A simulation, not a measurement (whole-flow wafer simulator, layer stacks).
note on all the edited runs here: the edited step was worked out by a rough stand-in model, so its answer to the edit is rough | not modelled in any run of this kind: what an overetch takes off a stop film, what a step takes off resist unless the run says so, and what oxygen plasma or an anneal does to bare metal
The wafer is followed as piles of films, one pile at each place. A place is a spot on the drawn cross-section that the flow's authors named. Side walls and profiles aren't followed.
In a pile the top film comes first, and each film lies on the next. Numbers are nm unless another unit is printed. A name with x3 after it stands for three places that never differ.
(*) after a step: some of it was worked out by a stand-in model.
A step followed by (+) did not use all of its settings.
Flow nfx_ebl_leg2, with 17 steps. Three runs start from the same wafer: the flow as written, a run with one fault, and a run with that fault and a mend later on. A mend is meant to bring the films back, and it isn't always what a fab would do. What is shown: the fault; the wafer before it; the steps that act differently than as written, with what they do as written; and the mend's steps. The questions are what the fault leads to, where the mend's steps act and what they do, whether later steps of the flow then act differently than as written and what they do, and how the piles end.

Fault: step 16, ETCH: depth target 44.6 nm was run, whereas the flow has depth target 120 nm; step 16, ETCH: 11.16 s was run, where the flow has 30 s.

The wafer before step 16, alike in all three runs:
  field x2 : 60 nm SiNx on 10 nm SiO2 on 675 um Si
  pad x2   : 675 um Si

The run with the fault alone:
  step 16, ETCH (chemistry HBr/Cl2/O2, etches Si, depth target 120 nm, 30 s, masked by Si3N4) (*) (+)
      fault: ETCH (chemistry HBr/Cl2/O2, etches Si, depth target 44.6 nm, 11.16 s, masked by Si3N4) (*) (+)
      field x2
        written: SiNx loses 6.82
        fault: SiNx loses 2.54
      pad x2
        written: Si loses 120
        fault: Si loses 44.6
  None of the later steps of the flow acts differently than as written at any place that is followed.
  By the end, the piles at field x2 depart from the flow's by more than 2% or 0.5 nm, whichever is larger.
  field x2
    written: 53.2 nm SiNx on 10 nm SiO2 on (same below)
    fault: 57.5 nm SiNx on 10 nm SiO2 on (same below)

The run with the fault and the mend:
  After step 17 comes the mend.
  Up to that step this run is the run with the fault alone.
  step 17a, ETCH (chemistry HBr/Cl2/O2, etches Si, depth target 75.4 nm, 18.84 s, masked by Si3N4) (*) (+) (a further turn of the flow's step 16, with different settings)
      field x2
        SiNx loses 4.28
      pad x2
        Si loses 75.4
  None of the later steps of the flow acts differently than as written at any place that is followed.
  At every place that both follow, the piles at the end match the flow's.
